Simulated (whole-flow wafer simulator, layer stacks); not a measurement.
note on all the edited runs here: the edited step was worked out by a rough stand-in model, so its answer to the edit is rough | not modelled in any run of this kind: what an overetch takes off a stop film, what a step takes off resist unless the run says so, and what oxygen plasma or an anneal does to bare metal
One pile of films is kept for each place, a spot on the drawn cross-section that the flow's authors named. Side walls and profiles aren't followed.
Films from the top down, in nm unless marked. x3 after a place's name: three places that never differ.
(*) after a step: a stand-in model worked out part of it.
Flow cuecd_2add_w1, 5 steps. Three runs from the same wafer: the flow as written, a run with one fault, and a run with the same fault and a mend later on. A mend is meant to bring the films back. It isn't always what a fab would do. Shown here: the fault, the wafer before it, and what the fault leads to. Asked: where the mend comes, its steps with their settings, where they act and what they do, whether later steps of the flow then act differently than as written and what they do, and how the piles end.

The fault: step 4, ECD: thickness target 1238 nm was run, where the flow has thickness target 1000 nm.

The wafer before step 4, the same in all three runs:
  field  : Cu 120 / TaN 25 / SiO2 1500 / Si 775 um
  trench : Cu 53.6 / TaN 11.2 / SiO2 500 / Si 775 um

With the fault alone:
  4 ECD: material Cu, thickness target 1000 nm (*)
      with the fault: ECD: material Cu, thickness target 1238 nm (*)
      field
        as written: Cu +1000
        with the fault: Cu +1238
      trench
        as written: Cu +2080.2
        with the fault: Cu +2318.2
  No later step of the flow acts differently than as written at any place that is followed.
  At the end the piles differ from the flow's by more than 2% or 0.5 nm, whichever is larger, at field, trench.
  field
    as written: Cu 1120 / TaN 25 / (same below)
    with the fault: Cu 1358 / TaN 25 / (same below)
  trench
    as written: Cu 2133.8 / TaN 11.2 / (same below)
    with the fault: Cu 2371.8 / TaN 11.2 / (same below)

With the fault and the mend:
  The mend comes after step 5.
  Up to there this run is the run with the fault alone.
  5a ETCH: chemistry cu recess dil, depth target 238 nm
      field, trench
        Cu -238
  No later step of the flow acts differently than as written at any place that is followed.
  At the end the piles are the same as the flow's at every place that both follow.
